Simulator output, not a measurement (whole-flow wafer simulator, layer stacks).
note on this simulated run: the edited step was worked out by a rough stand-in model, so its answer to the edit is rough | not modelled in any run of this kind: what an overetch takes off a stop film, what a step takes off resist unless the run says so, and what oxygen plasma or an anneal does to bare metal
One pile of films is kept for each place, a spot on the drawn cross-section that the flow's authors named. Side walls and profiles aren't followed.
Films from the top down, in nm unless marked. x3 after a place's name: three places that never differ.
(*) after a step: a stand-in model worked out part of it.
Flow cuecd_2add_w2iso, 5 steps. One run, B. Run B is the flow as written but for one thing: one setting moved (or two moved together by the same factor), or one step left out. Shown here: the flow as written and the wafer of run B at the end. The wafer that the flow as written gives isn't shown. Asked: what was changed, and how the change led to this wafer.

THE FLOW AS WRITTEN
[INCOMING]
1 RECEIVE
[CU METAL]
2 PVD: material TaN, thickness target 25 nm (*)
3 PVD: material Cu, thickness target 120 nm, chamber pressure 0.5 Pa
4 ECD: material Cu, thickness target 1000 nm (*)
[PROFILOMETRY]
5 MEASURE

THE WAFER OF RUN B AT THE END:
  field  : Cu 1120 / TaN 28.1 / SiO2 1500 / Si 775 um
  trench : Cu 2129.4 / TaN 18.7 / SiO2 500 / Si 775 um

The cause: step 2, PVD: thickness target 28.1 nm was run, where the flow has thickness target 25 nm.
It can be read off the wafer: field has TaN 28.1, and step 2 as written asks for 25 nm.

How the change led to this, step by step:
  2 PVD: material TaN, thickness target 25 nm (*)
      field: TaN +28.1 (new film) (as written it would be: TaN +25 (new film))
      trench: TaN +18.7 (new film) (as written it would be: TaN +16.6 (new film))
